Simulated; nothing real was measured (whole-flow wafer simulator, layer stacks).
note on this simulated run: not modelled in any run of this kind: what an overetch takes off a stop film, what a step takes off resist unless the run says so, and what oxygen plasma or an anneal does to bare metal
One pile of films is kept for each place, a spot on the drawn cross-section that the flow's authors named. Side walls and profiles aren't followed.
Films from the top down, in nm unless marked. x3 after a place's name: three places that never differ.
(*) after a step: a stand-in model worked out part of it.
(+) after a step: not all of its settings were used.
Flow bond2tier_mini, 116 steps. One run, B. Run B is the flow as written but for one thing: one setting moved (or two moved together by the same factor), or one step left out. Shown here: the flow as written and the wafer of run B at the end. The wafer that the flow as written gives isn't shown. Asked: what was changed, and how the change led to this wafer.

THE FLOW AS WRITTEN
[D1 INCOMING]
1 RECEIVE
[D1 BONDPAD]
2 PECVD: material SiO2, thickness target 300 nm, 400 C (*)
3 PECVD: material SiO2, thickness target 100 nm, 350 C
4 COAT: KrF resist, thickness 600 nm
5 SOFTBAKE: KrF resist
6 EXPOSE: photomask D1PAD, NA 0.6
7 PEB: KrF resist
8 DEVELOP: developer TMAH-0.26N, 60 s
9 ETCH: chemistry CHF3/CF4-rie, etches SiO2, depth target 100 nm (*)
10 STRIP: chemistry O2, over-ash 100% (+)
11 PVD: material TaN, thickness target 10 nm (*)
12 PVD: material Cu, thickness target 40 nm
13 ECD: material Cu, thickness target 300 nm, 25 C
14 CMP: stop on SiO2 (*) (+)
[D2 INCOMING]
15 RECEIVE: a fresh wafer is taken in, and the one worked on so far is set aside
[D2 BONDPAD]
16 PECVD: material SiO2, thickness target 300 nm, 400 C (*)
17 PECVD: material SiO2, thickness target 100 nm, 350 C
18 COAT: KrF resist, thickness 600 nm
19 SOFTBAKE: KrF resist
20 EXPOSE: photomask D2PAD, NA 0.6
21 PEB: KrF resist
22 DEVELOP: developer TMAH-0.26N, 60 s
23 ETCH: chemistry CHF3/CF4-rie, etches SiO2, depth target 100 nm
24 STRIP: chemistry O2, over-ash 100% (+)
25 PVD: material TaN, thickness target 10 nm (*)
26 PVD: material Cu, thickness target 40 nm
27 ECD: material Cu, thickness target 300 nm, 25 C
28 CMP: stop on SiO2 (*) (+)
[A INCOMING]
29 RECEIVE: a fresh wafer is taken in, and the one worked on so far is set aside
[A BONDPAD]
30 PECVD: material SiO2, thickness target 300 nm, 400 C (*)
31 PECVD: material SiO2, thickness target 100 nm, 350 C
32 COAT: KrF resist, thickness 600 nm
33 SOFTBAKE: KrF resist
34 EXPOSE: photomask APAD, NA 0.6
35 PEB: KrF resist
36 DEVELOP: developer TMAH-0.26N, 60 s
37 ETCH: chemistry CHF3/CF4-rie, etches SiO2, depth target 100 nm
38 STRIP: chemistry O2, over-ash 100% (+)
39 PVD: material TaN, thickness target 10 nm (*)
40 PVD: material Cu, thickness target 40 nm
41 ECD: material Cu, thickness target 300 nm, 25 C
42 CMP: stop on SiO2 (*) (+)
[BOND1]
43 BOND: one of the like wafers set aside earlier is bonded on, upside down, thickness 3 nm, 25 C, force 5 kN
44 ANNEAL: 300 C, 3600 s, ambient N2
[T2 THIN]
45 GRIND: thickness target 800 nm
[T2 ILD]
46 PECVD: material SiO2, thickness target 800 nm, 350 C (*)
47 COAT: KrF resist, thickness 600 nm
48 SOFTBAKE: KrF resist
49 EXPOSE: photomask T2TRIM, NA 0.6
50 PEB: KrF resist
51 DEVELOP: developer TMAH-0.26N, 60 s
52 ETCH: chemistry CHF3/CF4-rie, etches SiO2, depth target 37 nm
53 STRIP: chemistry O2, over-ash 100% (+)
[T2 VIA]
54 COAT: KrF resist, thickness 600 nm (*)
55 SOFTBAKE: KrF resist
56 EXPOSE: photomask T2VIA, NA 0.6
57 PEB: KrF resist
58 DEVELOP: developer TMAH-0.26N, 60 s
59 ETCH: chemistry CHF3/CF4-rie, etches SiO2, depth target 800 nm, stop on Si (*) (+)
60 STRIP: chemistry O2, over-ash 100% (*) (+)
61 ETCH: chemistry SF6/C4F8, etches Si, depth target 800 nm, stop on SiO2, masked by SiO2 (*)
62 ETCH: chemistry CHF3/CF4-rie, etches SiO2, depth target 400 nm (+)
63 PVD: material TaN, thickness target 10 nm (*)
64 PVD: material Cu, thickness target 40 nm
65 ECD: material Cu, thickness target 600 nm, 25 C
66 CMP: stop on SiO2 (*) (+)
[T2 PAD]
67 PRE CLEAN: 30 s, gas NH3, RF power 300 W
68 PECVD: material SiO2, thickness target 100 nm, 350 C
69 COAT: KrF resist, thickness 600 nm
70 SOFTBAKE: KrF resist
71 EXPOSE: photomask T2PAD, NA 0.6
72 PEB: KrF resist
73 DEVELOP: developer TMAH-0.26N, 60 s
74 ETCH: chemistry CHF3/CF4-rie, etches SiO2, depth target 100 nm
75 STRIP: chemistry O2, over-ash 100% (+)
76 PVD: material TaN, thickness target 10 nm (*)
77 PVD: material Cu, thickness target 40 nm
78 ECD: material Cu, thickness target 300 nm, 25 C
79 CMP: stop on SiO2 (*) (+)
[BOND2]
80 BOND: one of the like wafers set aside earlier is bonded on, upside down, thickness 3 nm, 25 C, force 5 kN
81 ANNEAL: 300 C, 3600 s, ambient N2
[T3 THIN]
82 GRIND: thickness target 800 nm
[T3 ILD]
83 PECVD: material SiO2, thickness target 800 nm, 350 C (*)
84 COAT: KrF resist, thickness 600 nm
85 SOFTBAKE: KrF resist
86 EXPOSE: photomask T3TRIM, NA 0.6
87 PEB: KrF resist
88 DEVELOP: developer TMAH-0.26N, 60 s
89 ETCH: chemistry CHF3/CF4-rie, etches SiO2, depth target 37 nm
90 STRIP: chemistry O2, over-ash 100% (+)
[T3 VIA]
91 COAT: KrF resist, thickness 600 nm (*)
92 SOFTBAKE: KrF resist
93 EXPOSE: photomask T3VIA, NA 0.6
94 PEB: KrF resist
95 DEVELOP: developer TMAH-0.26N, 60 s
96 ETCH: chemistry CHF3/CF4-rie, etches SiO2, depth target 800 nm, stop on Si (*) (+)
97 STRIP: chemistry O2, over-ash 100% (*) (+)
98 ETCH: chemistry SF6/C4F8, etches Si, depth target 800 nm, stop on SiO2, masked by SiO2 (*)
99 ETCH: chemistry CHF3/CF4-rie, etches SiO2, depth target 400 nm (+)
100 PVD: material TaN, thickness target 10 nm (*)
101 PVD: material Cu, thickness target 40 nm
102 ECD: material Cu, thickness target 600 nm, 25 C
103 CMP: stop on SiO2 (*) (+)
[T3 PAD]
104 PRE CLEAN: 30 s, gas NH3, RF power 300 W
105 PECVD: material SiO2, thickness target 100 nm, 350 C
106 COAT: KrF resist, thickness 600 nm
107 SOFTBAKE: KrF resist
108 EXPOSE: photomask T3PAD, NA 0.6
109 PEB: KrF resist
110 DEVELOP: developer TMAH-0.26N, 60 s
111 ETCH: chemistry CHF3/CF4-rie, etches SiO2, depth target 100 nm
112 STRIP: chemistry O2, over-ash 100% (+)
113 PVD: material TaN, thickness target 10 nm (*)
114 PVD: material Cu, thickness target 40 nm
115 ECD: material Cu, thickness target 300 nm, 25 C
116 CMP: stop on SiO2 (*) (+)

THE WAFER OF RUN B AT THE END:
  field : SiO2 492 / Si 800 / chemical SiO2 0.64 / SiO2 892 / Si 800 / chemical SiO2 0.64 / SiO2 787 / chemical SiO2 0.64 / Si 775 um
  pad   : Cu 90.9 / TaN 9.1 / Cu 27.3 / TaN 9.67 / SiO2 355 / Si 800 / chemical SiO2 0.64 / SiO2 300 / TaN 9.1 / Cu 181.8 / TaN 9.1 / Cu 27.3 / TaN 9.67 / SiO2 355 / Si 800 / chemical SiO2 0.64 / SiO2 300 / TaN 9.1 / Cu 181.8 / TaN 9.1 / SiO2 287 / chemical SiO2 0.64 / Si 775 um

The cause: step 31, PECVD: thickness target 87 nm was run, where the flow has thickness target 100 nm.

How the change led to this, step by step:
  31 PECVD: material SiO2, thickness target 100 nm, 350 C
      field, pad, via: SiO2 +87 (as written it would be: SiO2 +100)
